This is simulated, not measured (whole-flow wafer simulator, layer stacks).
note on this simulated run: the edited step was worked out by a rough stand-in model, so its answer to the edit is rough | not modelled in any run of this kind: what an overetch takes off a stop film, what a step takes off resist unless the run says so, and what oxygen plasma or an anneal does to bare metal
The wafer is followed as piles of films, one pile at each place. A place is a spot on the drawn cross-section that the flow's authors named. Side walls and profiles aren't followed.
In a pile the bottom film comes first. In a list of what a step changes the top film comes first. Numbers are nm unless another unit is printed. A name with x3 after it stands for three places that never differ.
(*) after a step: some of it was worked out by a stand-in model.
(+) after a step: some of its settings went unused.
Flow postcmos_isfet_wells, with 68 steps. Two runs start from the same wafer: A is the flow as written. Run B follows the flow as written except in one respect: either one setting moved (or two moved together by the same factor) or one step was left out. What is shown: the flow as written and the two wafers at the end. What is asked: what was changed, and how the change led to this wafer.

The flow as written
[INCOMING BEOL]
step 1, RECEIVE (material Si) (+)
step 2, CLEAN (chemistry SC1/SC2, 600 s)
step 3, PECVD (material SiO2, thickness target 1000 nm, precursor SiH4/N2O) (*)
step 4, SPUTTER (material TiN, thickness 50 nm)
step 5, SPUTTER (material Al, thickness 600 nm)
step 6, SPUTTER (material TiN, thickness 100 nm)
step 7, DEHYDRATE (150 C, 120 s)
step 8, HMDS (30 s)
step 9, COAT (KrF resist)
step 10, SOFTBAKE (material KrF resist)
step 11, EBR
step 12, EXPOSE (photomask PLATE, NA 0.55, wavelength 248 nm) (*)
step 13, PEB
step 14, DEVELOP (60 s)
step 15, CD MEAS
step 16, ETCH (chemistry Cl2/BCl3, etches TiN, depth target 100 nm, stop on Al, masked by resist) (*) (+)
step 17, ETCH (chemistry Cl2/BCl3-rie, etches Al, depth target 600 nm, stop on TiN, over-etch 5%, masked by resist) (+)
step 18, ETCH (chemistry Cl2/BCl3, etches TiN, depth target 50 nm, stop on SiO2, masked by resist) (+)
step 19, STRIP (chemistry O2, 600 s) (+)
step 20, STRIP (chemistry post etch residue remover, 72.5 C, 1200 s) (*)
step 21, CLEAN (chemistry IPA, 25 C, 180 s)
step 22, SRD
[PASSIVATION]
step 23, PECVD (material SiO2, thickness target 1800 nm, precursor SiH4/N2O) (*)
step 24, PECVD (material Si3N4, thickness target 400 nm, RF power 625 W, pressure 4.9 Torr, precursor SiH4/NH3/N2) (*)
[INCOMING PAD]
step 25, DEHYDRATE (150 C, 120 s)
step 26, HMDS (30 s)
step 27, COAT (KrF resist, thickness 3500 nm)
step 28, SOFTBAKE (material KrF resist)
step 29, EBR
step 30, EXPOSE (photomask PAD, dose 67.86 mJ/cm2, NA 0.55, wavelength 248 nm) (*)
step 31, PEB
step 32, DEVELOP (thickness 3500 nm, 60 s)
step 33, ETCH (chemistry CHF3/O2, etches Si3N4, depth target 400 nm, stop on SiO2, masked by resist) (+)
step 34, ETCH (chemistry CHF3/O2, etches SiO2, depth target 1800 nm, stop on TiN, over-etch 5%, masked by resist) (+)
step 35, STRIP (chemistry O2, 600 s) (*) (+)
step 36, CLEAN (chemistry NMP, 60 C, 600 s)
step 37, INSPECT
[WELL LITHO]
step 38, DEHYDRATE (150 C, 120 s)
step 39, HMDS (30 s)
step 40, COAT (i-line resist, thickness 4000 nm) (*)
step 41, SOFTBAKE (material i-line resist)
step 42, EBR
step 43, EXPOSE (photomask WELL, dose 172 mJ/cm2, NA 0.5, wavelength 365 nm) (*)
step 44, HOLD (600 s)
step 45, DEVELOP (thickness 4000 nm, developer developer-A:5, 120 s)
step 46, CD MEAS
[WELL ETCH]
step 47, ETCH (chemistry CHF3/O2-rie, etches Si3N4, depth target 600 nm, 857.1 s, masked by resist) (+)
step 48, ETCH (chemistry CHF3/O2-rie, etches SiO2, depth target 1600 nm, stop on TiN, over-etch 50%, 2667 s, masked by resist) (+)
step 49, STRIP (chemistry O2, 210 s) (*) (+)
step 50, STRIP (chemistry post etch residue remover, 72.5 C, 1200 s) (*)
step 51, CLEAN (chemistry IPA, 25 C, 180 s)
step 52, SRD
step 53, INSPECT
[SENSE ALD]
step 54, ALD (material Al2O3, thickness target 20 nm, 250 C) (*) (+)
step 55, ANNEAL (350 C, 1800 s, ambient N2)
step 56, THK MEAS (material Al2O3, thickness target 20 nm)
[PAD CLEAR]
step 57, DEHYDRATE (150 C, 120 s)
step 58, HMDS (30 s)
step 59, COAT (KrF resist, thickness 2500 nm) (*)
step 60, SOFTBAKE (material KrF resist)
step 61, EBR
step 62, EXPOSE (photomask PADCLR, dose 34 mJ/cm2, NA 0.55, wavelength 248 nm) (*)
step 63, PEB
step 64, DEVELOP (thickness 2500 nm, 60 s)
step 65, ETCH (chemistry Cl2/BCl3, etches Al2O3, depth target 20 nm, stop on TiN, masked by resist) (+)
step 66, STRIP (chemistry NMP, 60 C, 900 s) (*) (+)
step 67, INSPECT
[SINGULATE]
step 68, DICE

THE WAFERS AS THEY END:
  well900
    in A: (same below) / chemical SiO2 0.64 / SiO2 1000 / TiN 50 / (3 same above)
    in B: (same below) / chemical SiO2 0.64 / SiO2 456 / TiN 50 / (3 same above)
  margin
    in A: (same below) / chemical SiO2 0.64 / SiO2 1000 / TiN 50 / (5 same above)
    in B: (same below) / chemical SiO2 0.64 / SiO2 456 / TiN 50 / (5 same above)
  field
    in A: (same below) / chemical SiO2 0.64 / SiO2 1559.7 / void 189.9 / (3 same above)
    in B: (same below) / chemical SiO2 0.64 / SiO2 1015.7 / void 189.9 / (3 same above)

What caused this: step 3, PECVD: thickness target 456 nm was run, whereas the flow has thickness target 1000 nm.
The wafer lets one read it off: well900 has SiO2 456, and step 3 as written asks for 1000 nm.

The path from the change to this, step by step:
  step 3, PECVD (material SiO2, thickness target 1000 nm, precursor SiH4/N2O) (*)
      field, margin, well900, well1300 x3, pad_rim, pad_clr, pad_open: A SiO2 gains 1000 (new film) | B SiO2 gains 456 (new film)
